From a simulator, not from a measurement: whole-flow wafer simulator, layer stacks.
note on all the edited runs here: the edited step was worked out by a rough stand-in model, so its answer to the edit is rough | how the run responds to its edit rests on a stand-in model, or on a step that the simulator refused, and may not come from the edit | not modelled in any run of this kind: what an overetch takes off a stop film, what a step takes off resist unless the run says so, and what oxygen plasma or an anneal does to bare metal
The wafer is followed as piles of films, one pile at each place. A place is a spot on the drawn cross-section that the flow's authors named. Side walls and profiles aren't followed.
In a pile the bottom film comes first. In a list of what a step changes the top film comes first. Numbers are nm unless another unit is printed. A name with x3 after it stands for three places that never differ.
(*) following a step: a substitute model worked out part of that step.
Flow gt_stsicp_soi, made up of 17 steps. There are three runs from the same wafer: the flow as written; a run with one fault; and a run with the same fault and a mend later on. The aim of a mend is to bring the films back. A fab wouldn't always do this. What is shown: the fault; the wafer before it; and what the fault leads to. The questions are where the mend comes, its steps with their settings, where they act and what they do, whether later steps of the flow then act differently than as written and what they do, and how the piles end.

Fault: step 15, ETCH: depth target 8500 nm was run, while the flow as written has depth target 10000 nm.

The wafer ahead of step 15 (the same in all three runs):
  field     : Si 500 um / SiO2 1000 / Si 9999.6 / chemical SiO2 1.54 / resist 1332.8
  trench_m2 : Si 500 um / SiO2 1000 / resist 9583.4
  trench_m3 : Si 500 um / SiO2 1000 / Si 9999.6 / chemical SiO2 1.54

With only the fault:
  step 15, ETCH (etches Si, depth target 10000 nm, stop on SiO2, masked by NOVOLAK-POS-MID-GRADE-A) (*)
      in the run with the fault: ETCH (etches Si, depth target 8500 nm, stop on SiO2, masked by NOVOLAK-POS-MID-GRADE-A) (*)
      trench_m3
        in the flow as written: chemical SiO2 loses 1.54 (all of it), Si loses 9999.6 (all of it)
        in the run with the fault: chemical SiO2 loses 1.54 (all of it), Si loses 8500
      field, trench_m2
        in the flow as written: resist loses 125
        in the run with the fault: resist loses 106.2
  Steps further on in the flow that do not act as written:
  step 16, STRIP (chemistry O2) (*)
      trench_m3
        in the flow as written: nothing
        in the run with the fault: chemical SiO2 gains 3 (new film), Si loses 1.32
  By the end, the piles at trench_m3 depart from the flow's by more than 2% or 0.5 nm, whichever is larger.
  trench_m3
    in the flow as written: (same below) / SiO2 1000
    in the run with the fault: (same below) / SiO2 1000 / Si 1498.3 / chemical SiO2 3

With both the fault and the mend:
  The mend stands after step 15.
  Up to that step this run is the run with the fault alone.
  step 15a, ETCH (etches Si, depth target 1500 nm, stop on SiO2, masked by NOVOLAK-POS-MID-GRADE-A) (*) (the flow's step 15, run once more with other settings)
      field, trench_m2
        resist loses 18.8
      trench_m3
        Si loses 1499.6 (all of it)
  Every later step of the flow that is run acts as written at every place that is followed.
  The piles end the same as the flow's at every place that both follow.
